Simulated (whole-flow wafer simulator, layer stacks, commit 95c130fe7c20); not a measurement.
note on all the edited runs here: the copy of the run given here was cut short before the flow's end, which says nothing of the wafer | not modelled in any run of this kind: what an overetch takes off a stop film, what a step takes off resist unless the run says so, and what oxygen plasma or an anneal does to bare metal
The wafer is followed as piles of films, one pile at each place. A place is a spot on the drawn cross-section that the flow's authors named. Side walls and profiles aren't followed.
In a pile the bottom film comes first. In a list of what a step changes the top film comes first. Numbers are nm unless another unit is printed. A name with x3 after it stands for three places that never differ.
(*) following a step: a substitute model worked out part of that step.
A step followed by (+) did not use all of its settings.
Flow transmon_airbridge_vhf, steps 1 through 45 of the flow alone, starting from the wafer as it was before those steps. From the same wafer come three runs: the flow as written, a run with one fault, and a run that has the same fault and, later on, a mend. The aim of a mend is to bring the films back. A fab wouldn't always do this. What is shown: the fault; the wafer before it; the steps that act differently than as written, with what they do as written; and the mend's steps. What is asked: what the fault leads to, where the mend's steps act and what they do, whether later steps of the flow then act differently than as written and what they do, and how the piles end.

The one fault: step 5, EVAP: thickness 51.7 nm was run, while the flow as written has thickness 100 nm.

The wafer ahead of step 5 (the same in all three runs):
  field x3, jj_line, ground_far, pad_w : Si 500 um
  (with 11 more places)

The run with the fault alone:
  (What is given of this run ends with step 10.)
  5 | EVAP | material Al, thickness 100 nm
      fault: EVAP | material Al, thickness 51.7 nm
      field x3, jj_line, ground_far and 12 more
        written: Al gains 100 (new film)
        fault: Al gains 51.7 (new film)
  None of the later steps of the flow up to step 10 acts differently than as written at any place that is followed.
  After step 10, at field x3, jj_line, ground_far and 12 more, the piles differ from the flow's by more than 2% or 0.5 nm, whichever is larger.
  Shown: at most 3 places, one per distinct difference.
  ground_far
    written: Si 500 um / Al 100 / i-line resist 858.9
    fault: Si 500 um / Al 51.7 / i-line resist 858.9
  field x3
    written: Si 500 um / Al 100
    fault: Si 500 um / Al 51.7

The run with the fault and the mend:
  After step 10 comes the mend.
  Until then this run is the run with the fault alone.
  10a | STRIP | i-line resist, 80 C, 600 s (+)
      ground_far, pad_w, flank_w and 8 more
        i-line resist loses 858.9 (all of it)
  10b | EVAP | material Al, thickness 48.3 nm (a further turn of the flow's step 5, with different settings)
      field x3, jj_line, ground_far and 12 more
        Al gains 48.3
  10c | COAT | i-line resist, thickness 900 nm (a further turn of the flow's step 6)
      field x3, jj_line, ground_far and 12 more
        i-line resist gains 900 (new film)
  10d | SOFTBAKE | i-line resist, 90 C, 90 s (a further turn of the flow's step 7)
      leaves every film unchanged at each place that is followed
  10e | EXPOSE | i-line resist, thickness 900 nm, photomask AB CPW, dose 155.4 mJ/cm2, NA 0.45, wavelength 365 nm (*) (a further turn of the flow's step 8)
      leaves every film unchanged at each place that is followed
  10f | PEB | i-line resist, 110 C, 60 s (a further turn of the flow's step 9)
      field x3, jj_line, ground_far and 12 more
        i-line resist loses 41
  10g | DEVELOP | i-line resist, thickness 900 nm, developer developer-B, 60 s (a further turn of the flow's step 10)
      ground_far, pad_w, flank_w and 8 more
        i-line resist loses 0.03
      field x3, jj_line, gap_w, gap_e
        i-line resist loses 859 (all of it)
  None of the later steps of the flow acts differently than as written at any place that is followed.
  The piles end the same as the flow's at every place that both follow.
